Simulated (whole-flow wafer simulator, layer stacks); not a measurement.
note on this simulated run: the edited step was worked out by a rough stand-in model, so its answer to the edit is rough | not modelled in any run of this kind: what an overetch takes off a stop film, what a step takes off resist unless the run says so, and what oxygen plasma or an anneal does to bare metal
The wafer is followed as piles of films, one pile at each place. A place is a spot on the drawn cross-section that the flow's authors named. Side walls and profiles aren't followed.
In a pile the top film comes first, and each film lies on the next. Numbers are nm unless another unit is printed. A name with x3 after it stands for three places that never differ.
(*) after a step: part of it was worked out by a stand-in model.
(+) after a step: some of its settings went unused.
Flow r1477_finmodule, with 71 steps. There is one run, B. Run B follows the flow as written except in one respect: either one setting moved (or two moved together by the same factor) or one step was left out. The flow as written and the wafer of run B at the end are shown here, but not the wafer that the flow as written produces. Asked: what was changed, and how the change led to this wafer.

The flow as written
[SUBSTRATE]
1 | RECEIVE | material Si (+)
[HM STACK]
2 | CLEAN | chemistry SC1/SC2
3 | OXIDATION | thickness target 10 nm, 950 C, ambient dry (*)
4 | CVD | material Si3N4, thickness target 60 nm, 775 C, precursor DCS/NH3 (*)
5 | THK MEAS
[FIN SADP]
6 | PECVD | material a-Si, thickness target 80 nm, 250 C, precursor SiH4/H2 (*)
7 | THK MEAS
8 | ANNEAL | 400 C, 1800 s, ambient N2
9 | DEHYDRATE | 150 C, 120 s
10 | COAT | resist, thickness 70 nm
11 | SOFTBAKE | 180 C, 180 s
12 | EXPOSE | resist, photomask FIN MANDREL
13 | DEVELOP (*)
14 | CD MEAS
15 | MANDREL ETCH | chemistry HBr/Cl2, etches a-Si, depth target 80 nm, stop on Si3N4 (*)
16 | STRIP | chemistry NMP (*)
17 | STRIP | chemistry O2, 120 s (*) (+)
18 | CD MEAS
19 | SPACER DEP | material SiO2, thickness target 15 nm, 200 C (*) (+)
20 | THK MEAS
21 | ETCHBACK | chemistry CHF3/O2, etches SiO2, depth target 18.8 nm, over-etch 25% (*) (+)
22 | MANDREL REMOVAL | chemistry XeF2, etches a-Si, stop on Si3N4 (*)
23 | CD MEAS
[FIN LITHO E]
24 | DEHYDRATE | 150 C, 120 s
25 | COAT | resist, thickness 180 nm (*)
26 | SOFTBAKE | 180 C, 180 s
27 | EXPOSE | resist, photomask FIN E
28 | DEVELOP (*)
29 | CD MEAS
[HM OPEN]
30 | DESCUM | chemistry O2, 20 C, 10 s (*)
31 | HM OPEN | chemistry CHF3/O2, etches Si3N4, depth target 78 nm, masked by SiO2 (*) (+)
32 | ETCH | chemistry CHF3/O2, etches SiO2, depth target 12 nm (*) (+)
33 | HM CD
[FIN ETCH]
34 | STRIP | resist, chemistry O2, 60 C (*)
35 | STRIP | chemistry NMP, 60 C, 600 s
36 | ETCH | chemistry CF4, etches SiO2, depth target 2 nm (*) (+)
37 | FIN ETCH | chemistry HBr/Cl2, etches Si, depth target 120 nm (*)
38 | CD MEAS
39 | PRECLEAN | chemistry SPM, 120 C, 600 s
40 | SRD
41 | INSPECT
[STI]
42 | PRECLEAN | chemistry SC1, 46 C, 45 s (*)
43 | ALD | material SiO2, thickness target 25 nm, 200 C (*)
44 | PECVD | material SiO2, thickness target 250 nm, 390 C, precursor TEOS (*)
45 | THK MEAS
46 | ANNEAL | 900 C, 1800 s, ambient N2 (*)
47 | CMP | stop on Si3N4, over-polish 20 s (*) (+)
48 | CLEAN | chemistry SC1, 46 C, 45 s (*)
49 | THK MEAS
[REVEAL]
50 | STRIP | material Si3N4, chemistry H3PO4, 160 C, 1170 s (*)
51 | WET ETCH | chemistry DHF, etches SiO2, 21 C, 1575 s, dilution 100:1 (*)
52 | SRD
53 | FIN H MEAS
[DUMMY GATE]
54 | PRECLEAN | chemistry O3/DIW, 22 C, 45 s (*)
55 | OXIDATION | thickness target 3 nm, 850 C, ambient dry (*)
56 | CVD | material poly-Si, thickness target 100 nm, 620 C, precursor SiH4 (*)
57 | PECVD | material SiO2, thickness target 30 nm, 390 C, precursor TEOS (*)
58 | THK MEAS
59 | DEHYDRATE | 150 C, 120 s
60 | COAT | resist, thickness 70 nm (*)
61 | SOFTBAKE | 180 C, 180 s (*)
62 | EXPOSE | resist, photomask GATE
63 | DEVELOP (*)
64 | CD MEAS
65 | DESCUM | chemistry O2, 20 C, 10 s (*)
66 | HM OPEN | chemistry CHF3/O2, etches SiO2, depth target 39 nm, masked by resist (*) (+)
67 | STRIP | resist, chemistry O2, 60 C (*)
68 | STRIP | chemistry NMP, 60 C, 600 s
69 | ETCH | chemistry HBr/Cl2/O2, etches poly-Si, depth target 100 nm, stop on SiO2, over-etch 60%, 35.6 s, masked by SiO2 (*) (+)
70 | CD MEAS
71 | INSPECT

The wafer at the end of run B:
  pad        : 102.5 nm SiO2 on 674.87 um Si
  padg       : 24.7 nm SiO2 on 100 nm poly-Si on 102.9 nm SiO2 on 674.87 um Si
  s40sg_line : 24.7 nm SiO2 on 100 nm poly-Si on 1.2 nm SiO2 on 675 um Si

The reason: step 55, OXIDATION: thickness target 1.2 nm was run, while the flow as written has thickness target 3 nm.
The wafer lets one read it off: s40sg_line has SiO2 1.2, and step 55 as written asks for 3 nm.

The path from the change to this, step by step:
  55 | OXIDATION | thickness target 3 nm, 850 C, ambient dry (*)
      s40sg_line, s45sg_line, s50sg_line, s40so_line, s45so_line, s50so_line: SiO2 gains 1.2 (new film), chemical SiO2 loses 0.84 (all of it), Si loses 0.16 (as written it would have been: SiO2 gains 3 (new film), chemical SiO2 loses 0.84 (all of it), Si loses 0.95)
  67 | STRIP | resist, chemistry O2, 60 C (*)
      s45sg: resist loses 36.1 (all of it) (as written it would have been: resist loses 36.9 (all of it))
      s50sg: resist loses 36 (all of it) (as written it would have been: resist loses 36.8 (all of it))
